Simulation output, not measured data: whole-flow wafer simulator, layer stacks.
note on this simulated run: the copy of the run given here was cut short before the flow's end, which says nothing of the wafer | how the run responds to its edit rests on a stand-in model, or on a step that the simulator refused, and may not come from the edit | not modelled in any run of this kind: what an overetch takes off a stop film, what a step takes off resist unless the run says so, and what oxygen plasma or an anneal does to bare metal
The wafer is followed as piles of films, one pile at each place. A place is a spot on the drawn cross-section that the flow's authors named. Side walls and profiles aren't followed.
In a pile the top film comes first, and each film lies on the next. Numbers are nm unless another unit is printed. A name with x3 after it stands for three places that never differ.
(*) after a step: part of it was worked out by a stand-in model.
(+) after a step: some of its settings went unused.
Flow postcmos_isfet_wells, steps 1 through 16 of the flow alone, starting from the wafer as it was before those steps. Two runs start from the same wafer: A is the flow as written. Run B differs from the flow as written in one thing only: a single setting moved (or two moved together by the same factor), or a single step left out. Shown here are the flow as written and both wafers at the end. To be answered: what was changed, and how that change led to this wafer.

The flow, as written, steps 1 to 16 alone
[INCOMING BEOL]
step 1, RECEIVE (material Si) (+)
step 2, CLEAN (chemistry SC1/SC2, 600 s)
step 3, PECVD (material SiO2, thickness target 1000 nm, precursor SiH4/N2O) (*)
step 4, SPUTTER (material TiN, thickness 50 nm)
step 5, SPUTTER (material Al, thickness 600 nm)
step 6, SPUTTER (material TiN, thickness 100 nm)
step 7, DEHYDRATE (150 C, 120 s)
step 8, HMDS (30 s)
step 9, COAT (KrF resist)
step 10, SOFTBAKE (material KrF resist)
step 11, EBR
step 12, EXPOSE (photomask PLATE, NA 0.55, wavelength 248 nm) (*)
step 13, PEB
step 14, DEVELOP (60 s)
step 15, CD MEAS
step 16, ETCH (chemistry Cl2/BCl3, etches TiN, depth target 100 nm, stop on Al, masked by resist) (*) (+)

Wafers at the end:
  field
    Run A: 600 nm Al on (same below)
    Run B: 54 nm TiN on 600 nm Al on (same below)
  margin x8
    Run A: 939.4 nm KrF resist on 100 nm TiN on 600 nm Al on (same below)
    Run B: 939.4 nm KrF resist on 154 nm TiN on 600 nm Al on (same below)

The reason: step 6, SPUTTER: thickness 154 nm was run, whereas the flow has thickness 100 nm.
One can read it off the wafer: margin x8 has TiN 154, and step 6 as written asks for 100 nm.

The path from the change to this, step by step:
  step 6, SPUTTER (material TiN, thickness 100 nm)
      field, margin x8: A +100 TiN (new film) | B +154 TiN (new film)
  step 16, ETCH (chemistry Cl2/BCl3, etches TiN, depth target 100 nm, stop on Al, masked by resist) (*) (+)
      field: A -100 TiN (all of it) | B -100 TiN
